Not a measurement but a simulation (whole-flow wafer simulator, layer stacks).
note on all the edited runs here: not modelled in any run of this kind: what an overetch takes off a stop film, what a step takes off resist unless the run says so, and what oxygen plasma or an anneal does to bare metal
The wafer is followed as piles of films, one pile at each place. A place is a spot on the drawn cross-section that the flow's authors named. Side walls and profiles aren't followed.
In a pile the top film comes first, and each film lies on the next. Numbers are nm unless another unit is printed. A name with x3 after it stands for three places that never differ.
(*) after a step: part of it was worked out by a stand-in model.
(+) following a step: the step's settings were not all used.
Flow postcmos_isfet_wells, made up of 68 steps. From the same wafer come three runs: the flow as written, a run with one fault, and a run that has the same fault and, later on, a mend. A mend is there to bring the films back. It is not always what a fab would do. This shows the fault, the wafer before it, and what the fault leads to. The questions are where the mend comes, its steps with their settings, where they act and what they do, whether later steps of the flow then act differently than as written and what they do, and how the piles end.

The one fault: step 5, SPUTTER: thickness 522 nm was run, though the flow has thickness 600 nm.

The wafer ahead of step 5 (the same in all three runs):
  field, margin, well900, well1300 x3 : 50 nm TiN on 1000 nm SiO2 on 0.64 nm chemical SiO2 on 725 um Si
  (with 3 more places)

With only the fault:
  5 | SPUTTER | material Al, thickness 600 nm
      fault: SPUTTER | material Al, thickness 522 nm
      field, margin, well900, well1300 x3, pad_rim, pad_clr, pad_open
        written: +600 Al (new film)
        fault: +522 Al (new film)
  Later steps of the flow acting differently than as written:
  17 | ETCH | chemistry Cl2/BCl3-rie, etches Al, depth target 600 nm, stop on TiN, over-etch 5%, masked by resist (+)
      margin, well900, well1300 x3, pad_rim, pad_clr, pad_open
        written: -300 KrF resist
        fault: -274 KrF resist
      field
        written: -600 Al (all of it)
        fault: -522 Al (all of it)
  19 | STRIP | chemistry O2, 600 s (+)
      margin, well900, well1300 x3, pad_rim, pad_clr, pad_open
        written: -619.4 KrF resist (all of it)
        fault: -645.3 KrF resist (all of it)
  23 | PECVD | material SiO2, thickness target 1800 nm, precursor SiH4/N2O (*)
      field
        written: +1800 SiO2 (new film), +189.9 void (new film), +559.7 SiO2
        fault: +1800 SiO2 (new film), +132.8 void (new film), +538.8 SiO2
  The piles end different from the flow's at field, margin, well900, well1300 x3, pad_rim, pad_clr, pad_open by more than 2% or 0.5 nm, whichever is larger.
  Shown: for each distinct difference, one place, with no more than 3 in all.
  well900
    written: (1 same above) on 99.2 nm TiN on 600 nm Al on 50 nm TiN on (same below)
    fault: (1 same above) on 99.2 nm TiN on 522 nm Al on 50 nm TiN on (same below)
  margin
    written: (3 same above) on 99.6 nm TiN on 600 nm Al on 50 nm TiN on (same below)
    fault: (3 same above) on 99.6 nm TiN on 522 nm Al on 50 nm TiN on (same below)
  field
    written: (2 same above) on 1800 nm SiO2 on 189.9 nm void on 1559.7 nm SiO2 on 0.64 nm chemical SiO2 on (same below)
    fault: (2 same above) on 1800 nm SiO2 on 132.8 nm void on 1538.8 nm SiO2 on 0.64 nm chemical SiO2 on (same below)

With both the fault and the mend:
  The mend follows step 5.
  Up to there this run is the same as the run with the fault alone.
  5a | SPUTTER | material Al, thickness 78 nm (the flow's step 5 again, with other settings)
      field, margin, well900, well1300 x3, pad_rim, pad_clr, pad_open
        +78 Al
  None of the later steps of the flow acts differently than as written at any place that is followed.
  By the end, the piles equal the flow's at every place that both follow.
